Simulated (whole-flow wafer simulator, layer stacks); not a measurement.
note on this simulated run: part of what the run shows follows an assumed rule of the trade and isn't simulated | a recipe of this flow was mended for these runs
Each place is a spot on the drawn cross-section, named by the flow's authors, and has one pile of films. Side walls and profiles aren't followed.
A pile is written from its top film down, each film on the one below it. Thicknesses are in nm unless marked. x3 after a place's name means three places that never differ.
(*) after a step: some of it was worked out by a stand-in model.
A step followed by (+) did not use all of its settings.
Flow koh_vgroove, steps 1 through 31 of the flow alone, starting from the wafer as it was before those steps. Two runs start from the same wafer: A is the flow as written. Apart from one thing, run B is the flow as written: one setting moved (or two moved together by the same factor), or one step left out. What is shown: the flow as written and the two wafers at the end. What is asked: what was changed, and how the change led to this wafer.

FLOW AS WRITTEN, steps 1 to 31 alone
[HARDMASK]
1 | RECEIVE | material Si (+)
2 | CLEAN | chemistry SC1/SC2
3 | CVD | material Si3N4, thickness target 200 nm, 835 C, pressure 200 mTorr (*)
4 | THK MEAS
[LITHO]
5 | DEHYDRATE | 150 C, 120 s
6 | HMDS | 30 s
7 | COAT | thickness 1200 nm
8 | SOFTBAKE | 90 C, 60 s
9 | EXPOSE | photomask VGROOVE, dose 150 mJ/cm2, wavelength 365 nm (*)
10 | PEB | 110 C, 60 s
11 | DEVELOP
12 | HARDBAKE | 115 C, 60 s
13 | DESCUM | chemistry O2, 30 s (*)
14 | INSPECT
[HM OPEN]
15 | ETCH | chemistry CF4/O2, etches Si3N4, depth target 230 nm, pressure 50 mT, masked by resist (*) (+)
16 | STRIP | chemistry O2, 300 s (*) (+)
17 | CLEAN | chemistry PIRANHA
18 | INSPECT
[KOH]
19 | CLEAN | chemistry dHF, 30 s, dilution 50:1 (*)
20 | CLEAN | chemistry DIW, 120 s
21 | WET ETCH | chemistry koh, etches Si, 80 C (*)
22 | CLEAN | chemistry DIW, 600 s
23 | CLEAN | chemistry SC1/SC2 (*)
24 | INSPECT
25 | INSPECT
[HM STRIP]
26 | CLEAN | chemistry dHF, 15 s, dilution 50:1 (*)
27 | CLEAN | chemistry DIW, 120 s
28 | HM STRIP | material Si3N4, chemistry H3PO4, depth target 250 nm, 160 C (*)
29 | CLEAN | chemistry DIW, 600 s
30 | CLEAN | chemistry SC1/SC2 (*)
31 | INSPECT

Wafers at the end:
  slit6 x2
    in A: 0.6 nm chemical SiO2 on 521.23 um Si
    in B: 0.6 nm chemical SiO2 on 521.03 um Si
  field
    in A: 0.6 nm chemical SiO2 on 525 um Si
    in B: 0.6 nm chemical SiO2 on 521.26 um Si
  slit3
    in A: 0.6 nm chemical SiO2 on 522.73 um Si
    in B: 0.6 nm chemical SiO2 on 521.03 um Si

The reason: step 3, CVD: 584.5 C was run, while the flow as written has 835 C.

The path from the change to this, step by step:
  3 | CVD | material Si3N4, thickness target 200 nm, 835 C, pressure 200 mTorr (*)
      field, slit3, slit2, slit6 x2: A +200 Si3N4 (new film) | B +1.15 Si3N4 (new film)
  15 | ETCH | chemistry CF4/O2, etches Si3N4, depth target 230 nm, pressure 50 mT, masked by resist (*) (+)
      slit3, slit2, slit6 x2: A -200 Si3N4 (all of it), -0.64 chemical SiO2 (all of it), -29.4 Si | B -1.15 Si3N4 (all of it), -0.64 chemical SiO2 (all of it), -228.2 Si
  21 | WET ETCH | chemistry koh, etches Si, 80 C (*)
      field: A -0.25 Si3N4 | B -0.35 Si3N4 (all of it), -0.64 chemical SiO2 (all of it), -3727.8 Si
      slit3: A -2222.2 Si | B -3727.8 Si
      (as well as at 1 more place)
  23 | CLEAN | chemistry SC1/SC2 (*)
      field: A nothing | B +0.6 chemical SiO2 (new film), -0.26 Si
  26 | CLEAN | chemistry dHF, 15 s, dilution 50:1 (*)
      field: A -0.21 Si3N4 | B -0.6 chemical SiO2 (all of it)
  28 | HM STRIP | material Si3N4, chemistry H3PO4, depth target 250 nm, 160 C (*)
      field: A -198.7 Si3N4 (all of it), -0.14 chemical SiO2, -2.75 Si | B +0.5 chemical SiO2 (new film), -12.7 Si
